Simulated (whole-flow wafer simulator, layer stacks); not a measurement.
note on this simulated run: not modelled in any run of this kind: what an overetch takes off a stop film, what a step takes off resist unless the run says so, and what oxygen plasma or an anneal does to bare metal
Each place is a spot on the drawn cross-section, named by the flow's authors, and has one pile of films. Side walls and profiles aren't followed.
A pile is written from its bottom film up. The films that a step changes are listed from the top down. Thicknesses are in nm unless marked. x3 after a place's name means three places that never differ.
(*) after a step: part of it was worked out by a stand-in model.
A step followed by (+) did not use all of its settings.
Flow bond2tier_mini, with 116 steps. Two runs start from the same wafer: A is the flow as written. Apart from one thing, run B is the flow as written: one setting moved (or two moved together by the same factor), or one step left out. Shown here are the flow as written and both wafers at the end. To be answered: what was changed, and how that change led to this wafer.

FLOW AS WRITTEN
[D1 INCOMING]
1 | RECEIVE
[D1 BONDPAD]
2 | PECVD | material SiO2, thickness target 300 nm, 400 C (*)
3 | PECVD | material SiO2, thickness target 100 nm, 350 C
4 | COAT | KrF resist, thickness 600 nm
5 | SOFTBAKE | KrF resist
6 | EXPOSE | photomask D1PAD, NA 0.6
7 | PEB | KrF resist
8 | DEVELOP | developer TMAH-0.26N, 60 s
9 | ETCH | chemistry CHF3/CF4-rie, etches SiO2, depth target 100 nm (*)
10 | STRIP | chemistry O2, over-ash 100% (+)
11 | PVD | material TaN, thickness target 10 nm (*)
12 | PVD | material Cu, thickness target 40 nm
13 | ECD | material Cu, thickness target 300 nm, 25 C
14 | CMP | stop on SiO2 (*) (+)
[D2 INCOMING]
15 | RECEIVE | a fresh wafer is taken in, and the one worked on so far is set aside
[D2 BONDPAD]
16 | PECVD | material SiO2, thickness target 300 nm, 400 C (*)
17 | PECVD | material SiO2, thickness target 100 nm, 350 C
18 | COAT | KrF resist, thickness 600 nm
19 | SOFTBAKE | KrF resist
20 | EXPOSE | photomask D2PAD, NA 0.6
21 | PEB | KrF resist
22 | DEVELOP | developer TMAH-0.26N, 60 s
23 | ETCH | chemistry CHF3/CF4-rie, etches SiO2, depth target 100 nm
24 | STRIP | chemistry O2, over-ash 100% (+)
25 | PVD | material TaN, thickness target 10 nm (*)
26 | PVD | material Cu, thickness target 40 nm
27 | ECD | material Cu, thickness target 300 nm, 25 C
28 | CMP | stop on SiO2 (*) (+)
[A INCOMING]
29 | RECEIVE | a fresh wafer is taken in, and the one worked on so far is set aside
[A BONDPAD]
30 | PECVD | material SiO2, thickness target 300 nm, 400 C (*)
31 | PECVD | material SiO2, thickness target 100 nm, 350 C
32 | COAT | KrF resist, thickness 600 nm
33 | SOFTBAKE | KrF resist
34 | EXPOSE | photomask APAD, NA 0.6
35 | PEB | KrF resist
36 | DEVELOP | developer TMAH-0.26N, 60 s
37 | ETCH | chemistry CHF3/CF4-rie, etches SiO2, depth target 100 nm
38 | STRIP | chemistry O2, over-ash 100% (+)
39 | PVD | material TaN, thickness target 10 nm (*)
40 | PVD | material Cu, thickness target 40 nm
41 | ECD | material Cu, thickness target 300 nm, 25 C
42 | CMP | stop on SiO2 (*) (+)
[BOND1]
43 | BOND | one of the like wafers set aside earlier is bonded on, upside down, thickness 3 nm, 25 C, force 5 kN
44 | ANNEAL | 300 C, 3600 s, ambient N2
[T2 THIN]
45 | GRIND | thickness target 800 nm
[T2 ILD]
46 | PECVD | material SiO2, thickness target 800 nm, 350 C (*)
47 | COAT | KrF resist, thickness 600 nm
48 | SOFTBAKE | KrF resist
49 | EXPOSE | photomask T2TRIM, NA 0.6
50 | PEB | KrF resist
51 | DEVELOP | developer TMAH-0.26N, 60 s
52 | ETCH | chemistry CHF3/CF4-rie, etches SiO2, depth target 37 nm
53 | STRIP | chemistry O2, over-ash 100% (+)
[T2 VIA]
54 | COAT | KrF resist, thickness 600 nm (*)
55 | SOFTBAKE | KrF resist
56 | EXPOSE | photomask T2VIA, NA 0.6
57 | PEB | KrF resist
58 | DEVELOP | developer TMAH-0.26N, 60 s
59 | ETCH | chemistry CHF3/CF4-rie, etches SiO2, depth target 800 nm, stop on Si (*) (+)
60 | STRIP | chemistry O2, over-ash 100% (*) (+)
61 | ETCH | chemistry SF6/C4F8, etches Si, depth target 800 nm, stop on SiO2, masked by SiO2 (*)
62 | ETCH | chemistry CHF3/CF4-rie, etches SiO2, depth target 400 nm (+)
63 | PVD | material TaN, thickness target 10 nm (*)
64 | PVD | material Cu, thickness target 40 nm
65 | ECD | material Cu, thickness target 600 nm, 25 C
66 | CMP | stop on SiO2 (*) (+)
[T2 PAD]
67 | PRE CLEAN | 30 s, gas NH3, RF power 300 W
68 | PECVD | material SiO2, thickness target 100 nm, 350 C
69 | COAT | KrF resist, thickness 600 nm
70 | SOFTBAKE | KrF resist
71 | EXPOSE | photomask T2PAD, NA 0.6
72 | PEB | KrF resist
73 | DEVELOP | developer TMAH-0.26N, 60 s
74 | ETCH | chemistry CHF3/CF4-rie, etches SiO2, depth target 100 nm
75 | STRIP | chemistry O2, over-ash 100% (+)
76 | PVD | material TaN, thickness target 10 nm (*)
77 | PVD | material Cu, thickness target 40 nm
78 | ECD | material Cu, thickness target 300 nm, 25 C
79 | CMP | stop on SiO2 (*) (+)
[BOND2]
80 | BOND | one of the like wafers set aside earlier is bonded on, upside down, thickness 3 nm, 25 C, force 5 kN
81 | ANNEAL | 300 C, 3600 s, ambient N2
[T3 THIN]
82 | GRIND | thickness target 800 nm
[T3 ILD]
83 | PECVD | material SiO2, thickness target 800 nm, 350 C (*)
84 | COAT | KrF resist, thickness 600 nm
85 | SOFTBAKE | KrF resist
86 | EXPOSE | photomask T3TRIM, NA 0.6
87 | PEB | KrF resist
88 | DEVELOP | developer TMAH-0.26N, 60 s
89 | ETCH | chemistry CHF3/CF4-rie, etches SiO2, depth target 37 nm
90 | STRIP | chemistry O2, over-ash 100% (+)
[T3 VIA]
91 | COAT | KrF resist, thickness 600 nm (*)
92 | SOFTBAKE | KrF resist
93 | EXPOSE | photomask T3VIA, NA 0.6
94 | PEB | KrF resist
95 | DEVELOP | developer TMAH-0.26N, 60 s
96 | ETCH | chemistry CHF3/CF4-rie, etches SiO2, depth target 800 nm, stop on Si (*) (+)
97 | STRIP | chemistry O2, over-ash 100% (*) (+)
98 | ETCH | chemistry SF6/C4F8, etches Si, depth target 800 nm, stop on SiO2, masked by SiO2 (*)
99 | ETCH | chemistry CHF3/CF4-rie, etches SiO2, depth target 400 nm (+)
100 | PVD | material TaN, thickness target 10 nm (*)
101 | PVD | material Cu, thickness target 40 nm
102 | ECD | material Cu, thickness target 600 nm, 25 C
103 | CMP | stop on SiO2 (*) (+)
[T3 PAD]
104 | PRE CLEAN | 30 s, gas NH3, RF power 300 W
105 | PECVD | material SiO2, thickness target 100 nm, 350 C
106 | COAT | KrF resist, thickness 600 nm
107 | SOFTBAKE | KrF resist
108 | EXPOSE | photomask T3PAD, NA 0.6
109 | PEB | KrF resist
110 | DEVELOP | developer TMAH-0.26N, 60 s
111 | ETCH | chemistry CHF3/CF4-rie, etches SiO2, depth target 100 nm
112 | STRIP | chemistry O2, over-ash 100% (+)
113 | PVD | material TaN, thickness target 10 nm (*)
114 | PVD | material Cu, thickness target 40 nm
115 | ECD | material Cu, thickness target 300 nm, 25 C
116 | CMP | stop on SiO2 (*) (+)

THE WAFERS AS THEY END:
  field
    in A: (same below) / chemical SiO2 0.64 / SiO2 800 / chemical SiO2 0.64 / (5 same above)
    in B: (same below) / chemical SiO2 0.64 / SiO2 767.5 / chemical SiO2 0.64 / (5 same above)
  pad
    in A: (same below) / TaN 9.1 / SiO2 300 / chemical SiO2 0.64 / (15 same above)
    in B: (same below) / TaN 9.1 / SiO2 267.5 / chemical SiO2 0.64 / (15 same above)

What caused this: step 3, PECVD: thickness target 67.5 nm was run, whereas the flow has thickness target 100 nm.

How this came from the change, step by step:
  3 | PECVD | material SiO2, thickness target 100 nm, 350 C
      field, pad, via: A +100 SiO2 | B +67.5 SiO2
  43 | BOND | one of the like wafers set aside earlier is bonded on, upside down, thickness 3 nm, 25 C, force 5 kN
      field: A +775 um Si (new film), +0.64 chemical SiO2 (new film), +400 SiO2 | B +775 um Si (new film), +0.64 chemical SiO2 (new film), +367.5 SiO2
      pad: A +775 um Si (new film), +0.64 chemical SiO2 (new film), +300 SiO2 (new film), +9.1 TaN (new film), +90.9 Cu | B +775 um Si (new film), +0.64 chemical SiO2 (new film), +267.5 SiO2 (new film), +9.1 TaN (new film), +90.9 Cu
      (also at 1 further place)
